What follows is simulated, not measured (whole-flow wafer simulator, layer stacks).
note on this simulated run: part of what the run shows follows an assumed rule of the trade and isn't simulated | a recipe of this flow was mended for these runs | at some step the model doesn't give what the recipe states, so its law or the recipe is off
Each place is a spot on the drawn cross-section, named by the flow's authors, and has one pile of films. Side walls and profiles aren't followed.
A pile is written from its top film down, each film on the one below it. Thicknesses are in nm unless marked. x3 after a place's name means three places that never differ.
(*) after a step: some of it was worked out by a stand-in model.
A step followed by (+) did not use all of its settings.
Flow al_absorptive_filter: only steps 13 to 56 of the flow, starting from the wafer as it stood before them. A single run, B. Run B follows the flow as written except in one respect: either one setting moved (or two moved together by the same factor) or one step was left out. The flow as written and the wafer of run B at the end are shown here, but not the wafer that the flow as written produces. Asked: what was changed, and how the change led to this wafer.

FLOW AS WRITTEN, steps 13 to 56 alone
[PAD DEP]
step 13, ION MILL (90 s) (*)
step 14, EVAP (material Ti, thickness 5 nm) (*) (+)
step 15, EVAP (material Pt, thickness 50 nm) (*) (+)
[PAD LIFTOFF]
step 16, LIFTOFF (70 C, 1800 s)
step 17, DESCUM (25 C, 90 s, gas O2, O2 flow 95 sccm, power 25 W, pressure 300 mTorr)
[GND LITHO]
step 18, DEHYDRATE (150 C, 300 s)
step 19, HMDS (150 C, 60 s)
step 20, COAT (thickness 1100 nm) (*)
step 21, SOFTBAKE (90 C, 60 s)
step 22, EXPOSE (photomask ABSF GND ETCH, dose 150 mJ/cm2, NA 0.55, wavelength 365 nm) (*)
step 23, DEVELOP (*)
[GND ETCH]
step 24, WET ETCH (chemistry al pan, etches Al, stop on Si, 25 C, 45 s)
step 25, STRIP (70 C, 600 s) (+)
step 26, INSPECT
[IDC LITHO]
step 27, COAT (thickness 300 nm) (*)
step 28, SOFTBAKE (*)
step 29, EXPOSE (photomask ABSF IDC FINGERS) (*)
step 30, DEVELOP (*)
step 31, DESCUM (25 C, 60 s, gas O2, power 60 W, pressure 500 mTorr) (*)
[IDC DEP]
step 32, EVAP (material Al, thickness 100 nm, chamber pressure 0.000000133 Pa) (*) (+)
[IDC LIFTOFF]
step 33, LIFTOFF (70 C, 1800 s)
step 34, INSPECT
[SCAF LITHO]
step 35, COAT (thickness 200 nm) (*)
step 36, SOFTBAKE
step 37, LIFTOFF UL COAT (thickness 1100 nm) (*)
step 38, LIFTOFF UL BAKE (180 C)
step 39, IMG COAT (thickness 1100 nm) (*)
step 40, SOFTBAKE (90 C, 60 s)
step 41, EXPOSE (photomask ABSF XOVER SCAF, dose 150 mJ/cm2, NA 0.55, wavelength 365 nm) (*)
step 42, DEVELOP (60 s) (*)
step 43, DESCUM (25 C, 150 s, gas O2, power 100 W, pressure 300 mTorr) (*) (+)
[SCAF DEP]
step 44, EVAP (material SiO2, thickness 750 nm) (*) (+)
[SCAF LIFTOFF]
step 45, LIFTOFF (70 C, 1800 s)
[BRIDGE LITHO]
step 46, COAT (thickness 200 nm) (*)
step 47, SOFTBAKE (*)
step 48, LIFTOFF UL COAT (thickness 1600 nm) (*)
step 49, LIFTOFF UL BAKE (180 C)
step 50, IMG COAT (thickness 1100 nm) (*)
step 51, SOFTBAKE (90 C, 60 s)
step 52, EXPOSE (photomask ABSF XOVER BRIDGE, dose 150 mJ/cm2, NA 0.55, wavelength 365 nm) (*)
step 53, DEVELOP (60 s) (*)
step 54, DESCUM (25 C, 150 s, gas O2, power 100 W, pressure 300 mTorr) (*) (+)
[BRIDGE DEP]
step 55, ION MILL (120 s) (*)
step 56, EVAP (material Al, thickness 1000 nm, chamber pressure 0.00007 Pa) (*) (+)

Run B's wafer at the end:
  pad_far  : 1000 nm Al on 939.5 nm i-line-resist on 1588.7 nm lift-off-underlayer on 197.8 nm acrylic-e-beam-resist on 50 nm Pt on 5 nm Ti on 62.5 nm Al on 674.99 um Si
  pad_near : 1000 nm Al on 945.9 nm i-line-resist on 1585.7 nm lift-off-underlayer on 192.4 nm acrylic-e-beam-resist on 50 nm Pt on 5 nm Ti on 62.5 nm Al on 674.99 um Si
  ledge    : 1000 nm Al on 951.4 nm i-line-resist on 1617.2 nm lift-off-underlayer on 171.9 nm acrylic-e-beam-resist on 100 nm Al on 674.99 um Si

What caused this: step 13, ION MILL: 72 s was run, whereas the flow has 90 s.

The path from the change to this, step by step:
  step 13, ION MILL (90 s) (*)
      gnd, ledge, res and 9 more: i-line-resist loses 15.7 (as written it would have been: i-line-resist loses 19.6)
      pad_far, pad_near: Al loses 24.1 (as written it would have been: Al loses 30.2)
